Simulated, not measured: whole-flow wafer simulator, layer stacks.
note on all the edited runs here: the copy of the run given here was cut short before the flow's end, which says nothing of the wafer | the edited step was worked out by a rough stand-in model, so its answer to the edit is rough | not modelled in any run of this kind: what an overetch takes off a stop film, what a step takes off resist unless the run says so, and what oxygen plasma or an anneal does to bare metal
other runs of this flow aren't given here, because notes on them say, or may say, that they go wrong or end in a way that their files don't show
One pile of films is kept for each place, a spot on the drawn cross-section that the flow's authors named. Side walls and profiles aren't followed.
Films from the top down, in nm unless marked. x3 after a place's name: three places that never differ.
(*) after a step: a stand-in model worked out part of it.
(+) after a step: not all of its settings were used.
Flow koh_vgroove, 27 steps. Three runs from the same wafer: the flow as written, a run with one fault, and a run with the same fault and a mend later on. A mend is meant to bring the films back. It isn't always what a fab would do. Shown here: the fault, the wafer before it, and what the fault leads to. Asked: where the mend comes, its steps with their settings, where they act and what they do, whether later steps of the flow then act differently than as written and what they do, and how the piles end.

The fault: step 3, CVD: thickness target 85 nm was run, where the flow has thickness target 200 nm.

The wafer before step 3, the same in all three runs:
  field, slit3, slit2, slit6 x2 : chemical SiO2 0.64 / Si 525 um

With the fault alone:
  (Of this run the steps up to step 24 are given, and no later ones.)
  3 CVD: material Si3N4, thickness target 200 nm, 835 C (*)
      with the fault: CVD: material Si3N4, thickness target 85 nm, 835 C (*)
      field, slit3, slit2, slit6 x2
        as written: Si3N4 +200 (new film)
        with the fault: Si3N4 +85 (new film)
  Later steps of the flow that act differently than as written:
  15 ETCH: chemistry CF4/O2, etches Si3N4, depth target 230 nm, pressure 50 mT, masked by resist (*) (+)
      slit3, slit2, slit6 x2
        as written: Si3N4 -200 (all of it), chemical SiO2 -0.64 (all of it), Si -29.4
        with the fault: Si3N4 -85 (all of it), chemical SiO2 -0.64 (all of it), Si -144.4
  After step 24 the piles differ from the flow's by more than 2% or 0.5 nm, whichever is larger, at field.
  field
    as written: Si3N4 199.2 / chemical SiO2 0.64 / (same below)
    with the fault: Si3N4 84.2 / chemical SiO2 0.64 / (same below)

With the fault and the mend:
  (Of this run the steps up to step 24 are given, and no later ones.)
  The mend comes after step 4.
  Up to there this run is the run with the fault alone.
  4a CVD: material Si3N4, thickness target 115 nm, 835 C (*) (the flow's step 3 once more, with other settings)
      field, slit3, slit2, slit6 x2
        Si3N4 +115
  No later step of the flow up to step 24 acts differently than as written at any place that is followed.
  After step 24 the piles are the same as the flow's at every place that both follow.
